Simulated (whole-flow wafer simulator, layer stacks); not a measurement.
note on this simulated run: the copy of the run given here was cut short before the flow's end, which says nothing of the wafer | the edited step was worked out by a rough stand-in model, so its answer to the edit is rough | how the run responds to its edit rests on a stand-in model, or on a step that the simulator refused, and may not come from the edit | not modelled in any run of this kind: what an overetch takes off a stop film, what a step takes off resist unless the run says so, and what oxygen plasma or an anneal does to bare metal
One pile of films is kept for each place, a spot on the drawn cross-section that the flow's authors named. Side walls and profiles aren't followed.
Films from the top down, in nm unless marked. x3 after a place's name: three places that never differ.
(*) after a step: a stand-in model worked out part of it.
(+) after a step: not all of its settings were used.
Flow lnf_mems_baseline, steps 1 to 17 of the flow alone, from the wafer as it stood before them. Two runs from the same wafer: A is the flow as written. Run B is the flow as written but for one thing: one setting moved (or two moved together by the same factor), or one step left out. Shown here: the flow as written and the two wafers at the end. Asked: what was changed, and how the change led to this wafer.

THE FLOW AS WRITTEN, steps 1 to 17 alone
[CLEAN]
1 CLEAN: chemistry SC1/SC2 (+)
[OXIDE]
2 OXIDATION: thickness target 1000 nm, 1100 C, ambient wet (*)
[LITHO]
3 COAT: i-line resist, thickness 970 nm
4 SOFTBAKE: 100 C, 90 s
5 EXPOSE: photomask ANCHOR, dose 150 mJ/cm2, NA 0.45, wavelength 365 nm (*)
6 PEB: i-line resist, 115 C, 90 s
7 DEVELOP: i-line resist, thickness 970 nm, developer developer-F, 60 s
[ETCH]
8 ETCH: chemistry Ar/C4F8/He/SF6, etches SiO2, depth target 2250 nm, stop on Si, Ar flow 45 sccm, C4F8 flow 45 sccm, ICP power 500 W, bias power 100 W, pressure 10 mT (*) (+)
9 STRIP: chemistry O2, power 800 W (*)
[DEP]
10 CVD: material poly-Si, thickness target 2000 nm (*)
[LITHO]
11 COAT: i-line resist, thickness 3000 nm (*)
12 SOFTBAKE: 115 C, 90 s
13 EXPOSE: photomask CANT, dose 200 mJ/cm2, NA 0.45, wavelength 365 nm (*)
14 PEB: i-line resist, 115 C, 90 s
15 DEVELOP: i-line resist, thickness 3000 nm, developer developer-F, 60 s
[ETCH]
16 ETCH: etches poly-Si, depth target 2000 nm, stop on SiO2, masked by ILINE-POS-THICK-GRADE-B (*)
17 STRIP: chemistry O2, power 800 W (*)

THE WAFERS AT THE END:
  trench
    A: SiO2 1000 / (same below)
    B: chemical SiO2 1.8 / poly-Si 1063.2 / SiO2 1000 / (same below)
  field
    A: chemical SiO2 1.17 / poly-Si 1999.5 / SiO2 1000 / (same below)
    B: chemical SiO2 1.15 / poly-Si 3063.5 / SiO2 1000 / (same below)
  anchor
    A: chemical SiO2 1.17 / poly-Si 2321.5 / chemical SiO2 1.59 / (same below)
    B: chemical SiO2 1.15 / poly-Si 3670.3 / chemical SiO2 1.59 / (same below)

The cause: step 10, CVD: thickness target 3064 nm was run, where the flow has thickness target 2000 nm.

How the change led to this, step by step:
  10 CVD: material poly-Si, thickness target 2000 nm (*)
      field, beam, trench, char_slit: A poly-Si +2000 (new film) | B poly-Si +3064 (new film)
      anchor: A poly-Si +2322 (new film) | B poly-Si +3670.8 (new film)
  11 COAT: i-line resist, thickness 3000 nm (*)
      anchor: A i-line resist +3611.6 (new film) | B i-line resist +3343.2 (new film)
  12 SOFTBAKE: 115 C, 90 s
      field: A i-line resist -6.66 | B i-line resist -5.11
      anchor: A i-line resist +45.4 | B i-line resist +33.7
      (and at 2 more places)
  14 PEB: i-line resist, 115 C, 90 s
      anchor: A i-line resist -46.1 | B i-line resist -41.2
  16 ETCH: etches poly-Si, depth target 2000 nm, stop on SiO2, masked by ILINE-POS-THICK-GRADE-B (*)
      trench, char_slit: A poly-Si -2000 (all of it) | B poly-Si -2000
  17 STRIP: chemistry O2, power 800 W (*)
      trench, char_slit: A nothing | B chemical SiO2 +1.8 (new film), poly-Si -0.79
      anchor: A chemical SiO2 +1.17 (new film), i-line resist -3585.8 (all of it), poly-Si -0.52 | B chemical SiO2 +1.15 (new film), i-line resist -3310.7 (all of it), poly-Si -0.51
